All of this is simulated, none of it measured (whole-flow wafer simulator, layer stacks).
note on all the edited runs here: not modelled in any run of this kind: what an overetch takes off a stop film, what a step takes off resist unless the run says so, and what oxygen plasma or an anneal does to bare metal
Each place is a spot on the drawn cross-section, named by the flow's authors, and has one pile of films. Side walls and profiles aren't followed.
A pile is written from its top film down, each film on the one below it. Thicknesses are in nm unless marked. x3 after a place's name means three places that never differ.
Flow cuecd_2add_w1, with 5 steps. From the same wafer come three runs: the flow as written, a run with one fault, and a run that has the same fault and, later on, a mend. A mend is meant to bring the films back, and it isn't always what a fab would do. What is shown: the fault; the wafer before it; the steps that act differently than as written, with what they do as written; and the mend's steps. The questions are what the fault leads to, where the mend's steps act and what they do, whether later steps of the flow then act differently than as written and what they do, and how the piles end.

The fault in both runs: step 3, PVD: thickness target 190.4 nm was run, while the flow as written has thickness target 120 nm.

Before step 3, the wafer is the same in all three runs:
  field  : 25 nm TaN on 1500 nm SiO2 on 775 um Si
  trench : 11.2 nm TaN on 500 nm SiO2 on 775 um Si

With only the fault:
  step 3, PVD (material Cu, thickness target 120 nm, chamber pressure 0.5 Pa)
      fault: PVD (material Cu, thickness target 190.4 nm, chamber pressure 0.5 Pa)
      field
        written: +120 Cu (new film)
        fault: +190.4 Cu (new film)
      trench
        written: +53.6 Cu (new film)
        fault: +83.1 Cu (new film)
  Later steps of the flow that are run all act as written at every place that is followed, up to a difference of at most 2% or 0.5 nm, whichever is larger.
  By the end, the piles at field, trench depart from the flow's by more than 2% or 0.5 nm, whichever is larger.
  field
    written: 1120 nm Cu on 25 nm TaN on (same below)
    fault: 1190.4 nm Cu on 25 nm TaN on (same below)
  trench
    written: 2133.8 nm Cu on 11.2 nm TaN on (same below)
    fault: 2204.2 nm Cu on 11.2 nm TaN on (same below)

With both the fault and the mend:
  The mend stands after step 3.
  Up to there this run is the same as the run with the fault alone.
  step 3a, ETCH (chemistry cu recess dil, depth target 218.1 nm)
      field
        -190.4 Cu (all of it)
      trench
        -83.1 Cu (all of it)
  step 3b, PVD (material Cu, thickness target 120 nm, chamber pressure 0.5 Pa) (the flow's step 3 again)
      field
        +120 Cu (new film)
      trench
        +53.6 Cu (new film)
  Later steps of the flow that are run all act as written at every place that is followed.
  At every place that both follow, the piles at the end match the flow's.
